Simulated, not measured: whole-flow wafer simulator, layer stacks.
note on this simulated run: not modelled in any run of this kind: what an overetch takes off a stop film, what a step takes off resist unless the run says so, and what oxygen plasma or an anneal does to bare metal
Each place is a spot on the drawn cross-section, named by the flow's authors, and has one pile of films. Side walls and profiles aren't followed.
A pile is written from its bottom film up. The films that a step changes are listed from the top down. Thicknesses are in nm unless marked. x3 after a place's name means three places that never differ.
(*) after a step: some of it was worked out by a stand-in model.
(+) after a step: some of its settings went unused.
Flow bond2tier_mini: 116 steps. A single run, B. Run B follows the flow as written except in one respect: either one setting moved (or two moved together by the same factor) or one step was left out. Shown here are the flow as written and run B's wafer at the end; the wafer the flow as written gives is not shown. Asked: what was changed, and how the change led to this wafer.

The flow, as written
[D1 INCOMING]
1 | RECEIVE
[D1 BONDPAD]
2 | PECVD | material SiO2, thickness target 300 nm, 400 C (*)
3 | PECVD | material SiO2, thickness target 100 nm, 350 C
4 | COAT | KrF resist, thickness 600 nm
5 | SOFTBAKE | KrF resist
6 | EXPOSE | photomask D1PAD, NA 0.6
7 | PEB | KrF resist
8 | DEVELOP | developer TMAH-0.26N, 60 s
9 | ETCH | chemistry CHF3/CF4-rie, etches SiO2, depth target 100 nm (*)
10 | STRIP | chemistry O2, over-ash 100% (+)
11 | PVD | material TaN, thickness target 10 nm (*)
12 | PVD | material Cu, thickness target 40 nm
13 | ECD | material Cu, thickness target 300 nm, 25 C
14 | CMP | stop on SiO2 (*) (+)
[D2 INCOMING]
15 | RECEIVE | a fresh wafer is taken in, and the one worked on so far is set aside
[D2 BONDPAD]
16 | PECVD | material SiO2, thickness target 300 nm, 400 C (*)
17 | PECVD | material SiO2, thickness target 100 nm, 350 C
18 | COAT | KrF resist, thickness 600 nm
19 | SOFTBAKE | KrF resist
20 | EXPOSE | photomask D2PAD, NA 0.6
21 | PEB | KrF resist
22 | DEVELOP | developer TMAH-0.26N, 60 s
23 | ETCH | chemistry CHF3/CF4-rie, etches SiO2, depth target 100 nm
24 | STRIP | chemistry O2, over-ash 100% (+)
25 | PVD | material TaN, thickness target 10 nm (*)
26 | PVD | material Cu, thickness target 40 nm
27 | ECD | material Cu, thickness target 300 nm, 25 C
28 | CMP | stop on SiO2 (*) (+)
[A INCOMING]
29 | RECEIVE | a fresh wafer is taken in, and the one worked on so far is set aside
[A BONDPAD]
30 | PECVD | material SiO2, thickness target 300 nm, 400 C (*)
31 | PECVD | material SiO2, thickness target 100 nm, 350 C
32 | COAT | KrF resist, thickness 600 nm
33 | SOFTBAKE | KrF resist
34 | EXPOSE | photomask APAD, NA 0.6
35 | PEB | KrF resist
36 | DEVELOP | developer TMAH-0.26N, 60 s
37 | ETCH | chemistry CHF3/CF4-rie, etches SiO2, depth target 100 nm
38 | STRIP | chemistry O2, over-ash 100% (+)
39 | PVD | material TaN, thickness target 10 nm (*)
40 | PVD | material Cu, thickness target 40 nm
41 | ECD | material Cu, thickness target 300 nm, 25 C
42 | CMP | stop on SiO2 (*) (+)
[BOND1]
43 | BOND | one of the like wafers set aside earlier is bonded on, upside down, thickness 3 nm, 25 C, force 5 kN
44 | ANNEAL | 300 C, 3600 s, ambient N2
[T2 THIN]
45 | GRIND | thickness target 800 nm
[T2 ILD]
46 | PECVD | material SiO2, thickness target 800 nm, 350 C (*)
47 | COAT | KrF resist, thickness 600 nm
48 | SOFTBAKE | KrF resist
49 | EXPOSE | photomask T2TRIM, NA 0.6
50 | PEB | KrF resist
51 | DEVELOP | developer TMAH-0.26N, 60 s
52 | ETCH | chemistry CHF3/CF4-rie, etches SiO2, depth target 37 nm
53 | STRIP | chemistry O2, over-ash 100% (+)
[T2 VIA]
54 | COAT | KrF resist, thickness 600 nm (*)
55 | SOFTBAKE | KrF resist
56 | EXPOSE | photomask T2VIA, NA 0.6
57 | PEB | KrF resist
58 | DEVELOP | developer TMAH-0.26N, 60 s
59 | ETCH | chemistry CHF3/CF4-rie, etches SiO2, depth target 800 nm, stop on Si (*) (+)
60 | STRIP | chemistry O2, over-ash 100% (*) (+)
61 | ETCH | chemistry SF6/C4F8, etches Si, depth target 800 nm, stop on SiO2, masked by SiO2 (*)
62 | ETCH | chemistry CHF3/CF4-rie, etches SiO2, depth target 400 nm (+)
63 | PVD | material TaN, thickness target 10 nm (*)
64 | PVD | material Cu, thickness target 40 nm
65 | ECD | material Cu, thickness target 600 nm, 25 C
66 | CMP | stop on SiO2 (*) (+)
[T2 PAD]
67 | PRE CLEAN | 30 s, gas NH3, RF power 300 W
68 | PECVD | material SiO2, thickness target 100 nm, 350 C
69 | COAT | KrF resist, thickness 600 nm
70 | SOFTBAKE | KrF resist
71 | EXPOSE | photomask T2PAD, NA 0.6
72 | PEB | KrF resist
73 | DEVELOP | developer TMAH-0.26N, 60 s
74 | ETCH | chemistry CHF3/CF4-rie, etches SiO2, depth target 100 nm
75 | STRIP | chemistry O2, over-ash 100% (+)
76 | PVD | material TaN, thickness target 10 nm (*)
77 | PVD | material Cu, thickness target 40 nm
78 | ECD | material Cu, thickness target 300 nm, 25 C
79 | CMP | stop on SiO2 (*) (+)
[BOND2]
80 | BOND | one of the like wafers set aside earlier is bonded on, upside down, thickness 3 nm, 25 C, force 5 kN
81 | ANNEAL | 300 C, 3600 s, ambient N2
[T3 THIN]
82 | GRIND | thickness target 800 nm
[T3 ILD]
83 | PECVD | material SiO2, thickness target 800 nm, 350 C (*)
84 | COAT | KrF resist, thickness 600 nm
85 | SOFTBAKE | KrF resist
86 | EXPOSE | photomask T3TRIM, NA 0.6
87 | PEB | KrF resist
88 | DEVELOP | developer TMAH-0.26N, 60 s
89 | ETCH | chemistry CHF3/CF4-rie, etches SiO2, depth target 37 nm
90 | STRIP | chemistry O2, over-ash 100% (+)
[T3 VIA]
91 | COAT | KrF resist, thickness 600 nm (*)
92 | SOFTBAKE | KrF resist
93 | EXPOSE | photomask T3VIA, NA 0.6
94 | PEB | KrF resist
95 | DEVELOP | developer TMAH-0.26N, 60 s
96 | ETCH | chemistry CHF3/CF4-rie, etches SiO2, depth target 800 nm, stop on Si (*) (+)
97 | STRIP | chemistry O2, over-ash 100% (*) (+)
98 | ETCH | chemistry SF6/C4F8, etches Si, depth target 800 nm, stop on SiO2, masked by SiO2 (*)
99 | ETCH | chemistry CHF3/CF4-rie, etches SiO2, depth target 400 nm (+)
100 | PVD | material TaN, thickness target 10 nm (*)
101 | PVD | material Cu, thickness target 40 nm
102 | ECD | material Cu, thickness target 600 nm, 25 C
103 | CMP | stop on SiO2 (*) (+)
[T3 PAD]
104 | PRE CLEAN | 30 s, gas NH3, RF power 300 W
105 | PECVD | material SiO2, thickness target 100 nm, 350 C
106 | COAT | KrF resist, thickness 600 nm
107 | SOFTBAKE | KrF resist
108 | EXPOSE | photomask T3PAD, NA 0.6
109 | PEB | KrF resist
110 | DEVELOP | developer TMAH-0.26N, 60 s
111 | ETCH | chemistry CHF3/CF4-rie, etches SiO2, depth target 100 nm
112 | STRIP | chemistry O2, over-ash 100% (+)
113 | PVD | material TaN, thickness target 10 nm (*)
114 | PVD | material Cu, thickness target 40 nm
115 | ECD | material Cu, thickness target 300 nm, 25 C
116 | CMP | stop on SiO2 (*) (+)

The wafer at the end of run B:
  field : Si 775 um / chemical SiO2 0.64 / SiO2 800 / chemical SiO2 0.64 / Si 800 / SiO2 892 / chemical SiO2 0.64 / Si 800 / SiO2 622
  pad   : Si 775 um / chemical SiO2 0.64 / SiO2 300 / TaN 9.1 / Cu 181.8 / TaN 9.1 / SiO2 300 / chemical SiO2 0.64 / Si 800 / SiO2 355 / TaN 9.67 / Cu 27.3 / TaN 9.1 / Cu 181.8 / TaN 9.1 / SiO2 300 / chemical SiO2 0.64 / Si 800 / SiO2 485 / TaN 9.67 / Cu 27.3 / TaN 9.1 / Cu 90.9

Cause: step 99, ETCH: depth target 270 nm was run, while the flow as written has depth target 400 nm.

The path from the change to this, step by step:
  99 | ETCH | chemistry CHF3/CF4-rie, etches SiO2, depth target 400 nm (+)
      field, pad: SiO2 loses 270 (in the flow as written it would be: SiO2 loses 400)
